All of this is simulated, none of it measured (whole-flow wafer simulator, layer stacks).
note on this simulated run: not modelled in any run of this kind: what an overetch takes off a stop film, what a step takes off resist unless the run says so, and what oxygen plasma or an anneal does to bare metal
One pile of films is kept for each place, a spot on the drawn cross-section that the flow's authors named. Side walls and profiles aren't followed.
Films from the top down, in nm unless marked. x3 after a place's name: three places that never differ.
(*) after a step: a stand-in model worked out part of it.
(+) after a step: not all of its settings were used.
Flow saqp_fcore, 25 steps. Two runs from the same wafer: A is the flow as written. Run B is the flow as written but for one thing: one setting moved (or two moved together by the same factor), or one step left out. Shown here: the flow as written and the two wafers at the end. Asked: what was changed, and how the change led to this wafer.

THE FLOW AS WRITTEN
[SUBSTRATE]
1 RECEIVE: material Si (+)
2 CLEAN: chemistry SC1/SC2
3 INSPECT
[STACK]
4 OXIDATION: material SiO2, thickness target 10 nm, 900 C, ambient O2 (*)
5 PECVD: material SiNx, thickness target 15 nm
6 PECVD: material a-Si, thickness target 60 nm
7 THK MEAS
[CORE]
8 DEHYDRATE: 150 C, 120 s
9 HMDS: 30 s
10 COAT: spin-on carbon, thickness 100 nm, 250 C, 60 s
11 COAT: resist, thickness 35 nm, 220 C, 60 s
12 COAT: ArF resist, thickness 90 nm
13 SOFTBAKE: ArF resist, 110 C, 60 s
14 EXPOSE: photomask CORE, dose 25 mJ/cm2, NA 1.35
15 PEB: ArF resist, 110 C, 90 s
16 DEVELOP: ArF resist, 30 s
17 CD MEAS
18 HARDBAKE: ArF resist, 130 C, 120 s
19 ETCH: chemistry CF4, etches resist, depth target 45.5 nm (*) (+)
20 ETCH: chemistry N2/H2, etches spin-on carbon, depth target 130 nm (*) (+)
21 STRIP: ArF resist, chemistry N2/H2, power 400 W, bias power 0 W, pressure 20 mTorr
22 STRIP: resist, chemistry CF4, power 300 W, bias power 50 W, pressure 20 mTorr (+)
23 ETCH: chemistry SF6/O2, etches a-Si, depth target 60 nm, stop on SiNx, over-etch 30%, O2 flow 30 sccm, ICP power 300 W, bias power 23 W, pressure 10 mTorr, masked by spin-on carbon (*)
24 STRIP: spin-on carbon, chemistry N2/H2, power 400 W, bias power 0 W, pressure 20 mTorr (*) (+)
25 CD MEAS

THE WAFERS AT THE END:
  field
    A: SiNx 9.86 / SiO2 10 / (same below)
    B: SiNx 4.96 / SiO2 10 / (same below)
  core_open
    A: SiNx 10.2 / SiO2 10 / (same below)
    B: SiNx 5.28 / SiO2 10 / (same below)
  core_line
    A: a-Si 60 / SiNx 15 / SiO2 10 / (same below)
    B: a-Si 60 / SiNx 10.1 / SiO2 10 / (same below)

The cause: step 5, PECVD: thickness target 10.1 nm was run, where the flow has thickness target 15 nm.
It can be read off the wafer: core_line has SiNx 10.1, and step 5 as written asks for 15 nm.

How the change led to this, step by step:
  5 PECVD: material SiNx, thickness target 15 nm
      field, core_open, core_line: A SiNx +15 (new film) | B SiNx +10.1 (new film)
